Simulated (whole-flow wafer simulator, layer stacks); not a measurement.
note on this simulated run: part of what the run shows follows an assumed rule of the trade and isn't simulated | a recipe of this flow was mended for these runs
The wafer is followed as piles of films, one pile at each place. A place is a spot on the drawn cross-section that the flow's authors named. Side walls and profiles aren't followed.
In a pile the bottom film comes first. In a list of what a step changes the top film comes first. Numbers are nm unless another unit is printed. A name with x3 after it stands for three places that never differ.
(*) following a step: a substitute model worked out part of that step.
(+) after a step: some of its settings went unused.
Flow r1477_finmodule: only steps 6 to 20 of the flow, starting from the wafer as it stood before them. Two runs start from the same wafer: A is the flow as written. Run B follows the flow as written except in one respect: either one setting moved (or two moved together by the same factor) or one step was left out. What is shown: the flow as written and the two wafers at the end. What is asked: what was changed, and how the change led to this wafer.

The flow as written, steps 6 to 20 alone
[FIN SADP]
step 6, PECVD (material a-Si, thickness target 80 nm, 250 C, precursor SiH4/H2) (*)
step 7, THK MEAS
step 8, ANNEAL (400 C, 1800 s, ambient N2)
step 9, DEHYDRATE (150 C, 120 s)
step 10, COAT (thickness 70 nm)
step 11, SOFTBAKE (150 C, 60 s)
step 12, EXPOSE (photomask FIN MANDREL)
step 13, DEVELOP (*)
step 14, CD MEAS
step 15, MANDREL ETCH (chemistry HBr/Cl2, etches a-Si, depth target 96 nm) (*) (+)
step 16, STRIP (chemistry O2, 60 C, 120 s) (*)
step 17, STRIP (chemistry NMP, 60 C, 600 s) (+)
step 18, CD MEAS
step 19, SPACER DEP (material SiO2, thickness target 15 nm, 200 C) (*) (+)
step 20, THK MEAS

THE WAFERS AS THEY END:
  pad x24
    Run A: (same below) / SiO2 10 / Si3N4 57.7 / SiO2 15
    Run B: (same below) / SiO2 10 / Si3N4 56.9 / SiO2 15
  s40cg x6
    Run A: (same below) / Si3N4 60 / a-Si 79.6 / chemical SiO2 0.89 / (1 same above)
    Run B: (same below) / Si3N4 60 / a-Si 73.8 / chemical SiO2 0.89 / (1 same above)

The reason: step 6, PECVD: thickness target 74.2 nm was run, while the flow as written has thickness target 80 nm.

Step by step, how the change led to this:
  step 6, PECVD (material a-Si, thickness target 80 nm, 250 C, precursor SiH4/H2) (*)
      pad x24, s40cg x6, s40sg_line x6: A a-Si gains 80 (new film) | B a-Si gains 74.2 (new film)
  step 15, MANDREL ETCH (chemistry HBr/Cl2, etches a-Si, depth target 96 nm) (*) (+)
      pad x24, s40sg_line x6: A a-Si loses 80 (all of it), Si3N4 loses 2.29 | B a-Si loses 74.2 (all of it), Si3N4 loses 3.11
